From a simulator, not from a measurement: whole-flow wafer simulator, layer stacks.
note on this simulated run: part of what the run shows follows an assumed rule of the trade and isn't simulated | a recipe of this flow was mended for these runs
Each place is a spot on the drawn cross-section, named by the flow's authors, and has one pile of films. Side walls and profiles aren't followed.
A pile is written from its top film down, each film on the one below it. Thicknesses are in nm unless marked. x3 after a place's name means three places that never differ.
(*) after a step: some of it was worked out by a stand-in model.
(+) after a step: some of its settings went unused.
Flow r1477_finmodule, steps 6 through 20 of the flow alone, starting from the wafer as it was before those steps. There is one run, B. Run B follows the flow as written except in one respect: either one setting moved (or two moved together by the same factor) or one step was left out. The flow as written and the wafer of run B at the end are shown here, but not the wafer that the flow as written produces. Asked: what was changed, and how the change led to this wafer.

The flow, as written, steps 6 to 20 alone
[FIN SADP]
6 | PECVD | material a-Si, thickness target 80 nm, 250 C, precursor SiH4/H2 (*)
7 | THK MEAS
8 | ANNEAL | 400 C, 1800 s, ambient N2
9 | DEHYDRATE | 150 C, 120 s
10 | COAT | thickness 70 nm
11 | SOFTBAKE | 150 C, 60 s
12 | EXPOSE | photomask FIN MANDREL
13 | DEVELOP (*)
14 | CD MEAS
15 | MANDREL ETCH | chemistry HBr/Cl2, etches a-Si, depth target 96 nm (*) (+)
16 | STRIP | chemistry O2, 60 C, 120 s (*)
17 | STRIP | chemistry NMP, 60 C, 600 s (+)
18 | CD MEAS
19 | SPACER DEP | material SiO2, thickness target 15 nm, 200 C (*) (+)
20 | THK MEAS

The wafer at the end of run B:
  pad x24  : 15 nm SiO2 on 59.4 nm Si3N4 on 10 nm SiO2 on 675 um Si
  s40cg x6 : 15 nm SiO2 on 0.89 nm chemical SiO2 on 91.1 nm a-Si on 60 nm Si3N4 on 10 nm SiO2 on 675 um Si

Cause: step 6, PECVD: thickness target 91.5 nm was run, though the flow has thickness target 80 nm.

The path from the change to this, step by step:
  6 | PECVD | material a-Si, thickness target 80 nm, 250 C, precursor SiH4/H2 (*)
      pad x24, s40cg x6, s40sg_line x6: a-Si gains 91.5 (new film) (in the flow as written it would be: a-Si gains 80 (new film))
  15 | MANDREL ETCH | chemistry HBr/Cl2, etches a-Si, depth target 96 nm (*) (+)
      pad x24, s40sg_line x6: a-Si loses 91.5 (all of it), Si3N4 loses 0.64 (in the flow as written it would be: a-Si loses 80 (all of it), Si3N4 loses 2.29)
